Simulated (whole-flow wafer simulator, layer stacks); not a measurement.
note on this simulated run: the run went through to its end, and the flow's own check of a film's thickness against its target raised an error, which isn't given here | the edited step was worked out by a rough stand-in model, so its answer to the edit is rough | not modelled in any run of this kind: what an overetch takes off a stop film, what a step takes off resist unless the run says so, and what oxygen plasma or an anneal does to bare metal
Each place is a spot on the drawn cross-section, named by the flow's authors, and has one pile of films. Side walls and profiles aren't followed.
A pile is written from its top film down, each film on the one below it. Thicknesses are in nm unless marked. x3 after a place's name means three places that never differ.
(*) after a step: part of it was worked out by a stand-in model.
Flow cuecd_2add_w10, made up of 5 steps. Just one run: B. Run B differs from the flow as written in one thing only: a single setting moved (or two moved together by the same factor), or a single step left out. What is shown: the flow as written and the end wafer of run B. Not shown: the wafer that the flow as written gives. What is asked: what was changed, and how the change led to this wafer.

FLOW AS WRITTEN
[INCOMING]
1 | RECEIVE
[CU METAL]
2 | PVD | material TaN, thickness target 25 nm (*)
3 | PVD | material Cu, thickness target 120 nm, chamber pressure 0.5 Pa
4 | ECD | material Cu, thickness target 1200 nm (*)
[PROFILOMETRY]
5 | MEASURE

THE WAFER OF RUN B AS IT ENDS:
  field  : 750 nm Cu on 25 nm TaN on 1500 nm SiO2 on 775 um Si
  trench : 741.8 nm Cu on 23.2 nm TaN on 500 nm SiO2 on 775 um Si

Cause: step 4, ECD: thickness target 630 nm was run, whereas the flow has thickness target 1200 nm.

The path from the change to this, step by step:
  4 | ECD | material Cu, thickness target 1200 nm (*)
      field, trench: +630 Cu (in the flow as written it would be: +1200 Cu)
